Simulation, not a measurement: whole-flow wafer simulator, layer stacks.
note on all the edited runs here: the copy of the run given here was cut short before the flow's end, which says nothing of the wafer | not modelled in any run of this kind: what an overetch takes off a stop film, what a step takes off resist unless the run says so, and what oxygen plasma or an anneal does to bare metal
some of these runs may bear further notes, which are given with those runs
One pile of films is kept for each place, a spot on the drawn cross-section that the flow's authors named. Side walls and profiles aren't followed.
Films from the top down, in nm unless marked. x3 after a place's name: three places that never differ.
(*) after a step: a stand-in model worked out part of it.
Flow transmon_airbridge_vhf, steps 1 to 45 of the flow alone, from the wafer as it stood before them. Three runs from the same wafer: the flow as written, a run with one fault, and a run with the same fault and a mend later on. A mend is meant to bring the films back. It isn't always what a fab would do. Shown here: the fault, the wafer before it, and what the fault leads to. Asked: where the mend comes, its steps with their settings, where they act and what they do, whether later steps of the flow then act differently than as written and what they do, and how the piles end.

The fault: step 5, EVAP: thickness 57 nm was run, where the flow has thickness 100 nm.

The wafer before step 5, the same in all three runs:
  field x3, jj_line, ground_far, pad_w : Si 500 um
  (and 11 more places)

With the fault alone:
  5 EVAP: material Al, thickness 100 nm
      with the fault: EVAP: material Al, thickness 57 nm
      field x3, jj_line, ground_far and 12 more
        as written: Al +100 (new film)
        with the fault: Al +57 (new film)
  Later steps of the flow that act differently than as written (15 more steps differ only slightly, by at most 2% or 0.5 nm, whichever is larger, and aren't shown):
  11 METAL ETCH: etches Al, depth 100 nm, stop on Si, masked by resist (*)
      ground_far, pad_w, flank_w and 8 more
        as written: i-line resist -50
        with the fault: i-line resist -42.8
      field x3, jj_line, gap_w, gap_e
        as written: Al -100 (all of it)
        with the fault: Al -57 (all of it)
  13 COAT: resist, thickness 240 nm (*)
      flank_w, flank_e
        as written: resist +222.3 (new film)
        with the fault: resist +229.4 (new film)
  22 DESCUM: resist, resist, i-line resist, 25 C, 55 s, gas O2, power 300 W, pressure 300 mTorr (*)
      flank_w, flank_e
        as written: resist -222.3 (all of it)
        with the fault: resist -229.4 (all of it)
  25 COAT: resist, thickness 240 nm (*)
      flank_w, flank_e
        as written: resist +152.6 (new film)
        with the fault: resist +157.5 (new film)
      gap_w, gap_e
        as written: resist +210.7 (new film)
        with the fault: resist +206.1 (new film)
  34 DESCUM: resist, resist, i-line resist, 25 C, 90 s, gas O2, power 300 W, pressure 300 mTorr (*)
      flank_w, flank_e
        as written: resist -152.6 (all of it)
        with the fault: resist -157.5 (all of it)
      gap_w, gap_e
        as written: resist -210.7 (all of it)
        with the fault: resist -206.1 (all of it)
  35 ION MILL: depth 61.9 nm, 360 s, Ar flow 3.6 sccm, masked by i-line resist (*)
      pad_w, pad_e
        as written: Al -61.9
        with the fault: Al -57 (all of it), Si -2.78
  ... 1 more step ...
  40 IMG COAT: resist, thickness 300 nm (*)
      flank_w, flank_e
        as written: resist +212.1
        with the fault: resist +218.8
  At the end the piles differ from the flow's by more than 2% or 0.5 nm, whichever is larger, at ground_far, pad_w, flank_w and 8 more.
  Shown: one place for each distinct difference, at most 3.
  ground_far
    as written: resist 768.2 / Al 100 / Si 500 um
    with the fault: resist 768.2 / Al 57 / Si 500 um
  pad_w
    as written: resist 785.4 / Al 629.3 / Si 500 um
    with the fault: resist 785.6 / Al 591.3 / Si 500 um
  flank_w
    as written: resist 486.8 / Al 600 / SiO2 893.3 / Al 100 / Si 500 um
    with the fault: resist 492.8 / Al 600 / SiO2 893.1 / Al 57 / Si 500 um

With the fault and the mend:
  The mend comes after step 5.
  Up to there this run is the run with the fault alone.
  5a EVAP: material Al, thickness 43 nm (the flow's step 5 once more, with other settings)
      field x3, jj_line, ground_far and 12 more
        Al +43
  No later step of the flow acts differently than as written at any place that is followed.
  At the end the piles are the same as the flow's at every place that both follow.
